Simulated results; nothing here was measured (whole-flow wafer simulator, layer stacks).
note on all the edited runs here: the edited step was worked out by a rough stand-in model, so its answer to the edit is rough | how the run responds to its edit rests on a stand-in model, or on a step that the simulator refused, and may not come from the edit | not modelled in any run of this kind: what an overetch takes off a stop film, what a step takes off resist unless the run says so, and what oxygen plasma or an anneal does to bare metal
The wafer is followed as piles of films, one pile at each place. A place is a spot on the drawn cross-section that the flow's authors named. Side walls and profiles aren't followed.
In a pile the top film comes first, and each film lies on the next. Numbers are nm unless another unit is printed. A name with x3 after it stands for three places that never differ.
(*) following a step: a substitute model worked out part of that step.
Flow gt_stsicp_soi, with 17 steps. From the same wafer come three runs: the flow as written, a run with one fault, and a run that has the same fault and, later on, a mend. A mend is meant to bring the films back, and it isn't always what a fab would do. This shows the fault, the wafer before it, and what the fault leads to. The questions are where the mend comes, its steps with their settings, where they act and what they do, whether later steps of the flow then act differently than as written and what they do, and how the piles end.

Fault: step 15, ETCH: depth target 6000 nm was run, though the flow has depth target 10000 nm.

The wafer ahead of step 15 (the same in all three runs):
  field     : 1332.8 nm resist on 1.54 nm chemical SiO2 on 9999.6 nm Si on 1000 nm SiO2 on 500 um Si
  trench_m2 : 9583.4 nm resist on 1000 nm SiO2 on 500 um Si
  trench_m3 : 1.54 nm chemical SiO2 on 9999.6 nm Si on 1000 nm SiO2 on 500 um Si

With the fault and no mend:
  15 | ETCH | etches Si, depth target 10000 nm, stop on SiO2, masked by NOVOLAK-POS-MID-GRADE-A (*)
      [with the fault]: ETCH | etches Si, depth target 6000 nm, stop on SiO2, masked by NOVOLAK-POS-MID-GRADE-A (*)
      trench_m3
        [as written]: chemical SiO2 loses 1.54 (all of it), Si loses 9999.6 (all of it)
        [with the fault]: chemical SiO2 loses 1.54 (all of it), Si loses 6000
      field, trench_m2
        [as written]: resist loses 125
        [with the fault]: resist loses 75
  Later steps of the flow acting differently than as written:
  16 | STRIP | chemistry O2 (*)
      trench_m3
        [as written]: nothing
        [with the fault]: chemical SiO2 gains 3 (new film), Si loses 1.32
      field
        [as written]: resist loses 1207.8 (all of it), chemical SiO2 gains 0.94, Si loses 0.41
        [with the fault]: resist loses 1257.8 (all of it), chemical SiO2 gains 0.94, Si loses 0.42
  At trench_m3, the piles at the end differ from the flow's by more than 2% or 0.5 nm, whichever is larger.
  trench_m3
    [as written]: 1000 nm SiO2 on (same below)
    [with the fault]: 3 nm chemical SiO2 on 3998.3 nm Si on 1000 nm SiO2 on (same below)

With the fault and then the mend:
  After step 15 comes the mend.
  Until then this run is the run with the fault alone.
  15a | ETCH | etches Si, depth target 4000 nm, stop on SiO2, masked by NOVOLAK-POS-MID-GRADE-A (*) (the flow's step 15 again, with other settings)
      field, trench_m2
        resist loses 50
      trench_m3
        Si loses 3999.6 (all of it)
  Later steps of the flow that are run all act as written at every place that is followed.
  The piles end the same as the flow's at every place that both follow.
